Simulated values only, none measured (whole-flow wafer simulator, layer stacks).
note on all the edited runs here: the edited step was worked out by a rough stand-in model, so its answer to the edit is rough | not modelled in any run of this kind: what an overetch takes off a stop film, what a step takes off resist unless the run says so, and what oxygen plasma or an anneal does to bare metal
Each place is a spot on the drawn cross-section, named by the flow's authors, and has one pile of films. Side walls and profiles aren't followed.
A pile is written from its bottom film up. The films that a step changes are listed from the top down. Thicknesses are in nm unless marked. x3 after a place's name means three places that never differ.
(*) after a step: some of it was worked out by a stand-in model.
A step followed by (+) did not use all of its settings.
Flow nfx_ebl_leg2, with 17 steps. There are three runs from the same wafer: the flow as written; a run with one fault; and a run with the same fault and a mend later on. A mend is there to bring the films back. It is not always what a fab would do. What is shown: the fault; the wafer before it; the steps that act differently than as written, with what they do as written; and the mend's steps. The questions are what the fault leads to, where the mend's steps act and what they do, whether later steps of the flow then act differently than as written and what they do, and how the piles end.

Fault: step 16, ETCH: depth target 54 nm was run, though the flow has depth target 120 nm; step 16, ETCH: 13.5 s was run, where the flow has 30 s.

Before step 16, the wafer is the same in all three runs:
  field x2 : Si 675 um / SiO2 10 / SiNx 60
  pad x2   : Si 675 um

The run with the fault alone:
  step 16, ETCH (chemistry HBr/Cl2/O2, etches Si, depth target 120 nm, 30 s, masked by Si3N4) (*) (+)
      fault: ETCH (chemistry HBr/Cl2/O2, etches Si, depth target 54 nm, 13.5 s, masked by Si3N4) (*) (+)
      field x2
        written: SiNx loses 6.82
        fault: SiNx loses 3.07
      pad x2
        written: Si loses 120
        fault: Si loses 54
  None of the later steps of the flow acts differently than as written at any place that is followed.
  The piles end different from the flow's at field x2 by more than 2% or 0.5 nm, whichever is larger.
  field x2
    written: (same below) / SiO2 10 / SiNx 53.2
    fault: (same below) / SiO2 10 / SiNx 56.9

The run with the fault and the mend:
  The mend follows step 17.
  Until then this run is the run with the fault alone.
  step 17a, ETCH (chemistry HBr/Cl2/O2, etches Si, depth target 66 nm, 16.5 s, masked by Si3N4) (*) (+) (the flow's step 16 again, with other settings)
      field x2
        SiNx loses 3.75
      pad x2
        Si loses 66
  None of the later steps of the flow acts differently than as written at any place that is followed.
  At every place that both follow, the piles at the end match the flow's.
